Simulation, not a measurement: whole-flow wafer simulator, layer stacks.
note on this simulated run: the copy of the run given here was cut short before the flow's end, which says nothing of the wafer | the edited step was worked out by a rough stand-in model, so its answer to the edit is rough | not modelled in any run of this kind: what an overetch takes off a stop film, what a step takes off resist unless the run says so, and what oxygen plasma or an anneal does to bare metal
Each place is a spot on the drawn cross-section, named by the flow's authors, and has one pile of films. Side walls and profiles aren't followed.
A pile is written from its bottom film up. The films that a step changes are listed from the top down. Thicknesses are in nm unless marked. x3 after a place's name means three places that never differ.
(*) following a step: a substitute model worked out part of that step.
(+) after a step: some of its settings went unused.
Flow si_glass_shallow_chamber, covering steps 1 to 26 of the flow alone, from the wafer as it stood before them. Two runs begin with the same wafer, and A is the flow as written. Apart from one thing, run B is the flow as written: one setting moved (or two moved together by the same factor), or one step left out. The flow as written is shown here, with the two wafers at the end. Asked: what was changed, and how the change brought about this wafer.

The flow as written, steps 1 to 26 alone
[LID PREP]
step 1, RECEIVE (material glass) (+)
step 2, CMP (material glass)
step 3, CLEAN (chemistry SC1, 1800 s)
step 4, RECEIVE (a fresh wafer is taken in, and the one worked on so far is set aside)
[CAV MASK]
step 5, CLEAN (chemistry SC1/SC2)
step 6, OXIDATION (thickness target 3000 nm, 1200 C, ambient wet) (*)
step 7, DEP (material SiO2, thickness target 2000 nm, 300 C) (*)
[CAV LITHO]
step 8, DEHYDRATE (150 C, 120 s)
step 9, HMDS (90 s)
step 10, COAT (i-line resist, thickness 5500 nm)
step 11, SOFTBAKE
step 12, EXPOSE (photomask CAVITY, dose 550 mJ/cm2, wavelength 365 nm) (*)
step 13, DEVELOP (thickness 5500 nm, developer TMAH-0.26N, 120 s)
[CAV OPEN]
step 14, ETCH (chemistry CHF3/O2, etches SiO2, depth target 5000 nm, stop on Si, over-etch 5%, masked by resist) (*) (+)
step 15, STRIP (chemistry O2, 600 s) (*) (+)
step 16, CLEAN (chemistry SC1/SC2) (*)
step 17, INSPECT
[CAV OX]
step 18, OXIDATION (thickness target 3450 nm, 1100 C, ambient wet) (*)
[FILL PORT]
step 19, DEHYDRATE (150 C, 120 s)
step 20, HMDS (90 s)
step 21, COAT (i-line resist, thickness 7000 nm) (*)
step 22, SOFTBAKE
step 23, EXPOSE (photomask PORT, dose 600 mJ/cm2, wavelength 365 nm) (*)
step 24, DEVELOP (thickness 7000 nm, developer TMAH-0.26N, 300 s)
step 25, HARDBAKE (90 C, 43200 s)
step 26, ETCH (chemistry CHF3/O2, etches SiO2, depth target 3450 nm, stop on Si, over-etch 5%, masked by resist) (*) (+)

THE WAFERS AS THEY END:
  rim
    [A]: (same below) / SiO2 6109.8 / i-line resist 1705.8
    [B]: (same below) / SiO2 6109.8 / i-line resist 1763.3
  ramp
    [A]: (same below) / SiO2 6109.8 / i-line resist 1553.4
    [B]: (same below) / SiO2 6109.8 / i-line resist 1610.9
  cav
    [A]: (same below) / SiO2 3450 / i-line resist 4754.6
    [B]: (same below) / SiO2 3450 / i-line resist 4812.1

The reason: step 26, ETCH: over-etch 3% was run, whereas the flow has over-etch 5%.

How this came from the change, step by step:
  step 26, ETCH (chemistry CHF3/O2, etches SiO2, depth target 3450 nm, stop on Si, over-etch 5%, masked by resist) (*) (+)
      port: A -3450 SiO2 (all of it), -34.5 Si | B -3450 SiO2 (all of it), -20.7 Si
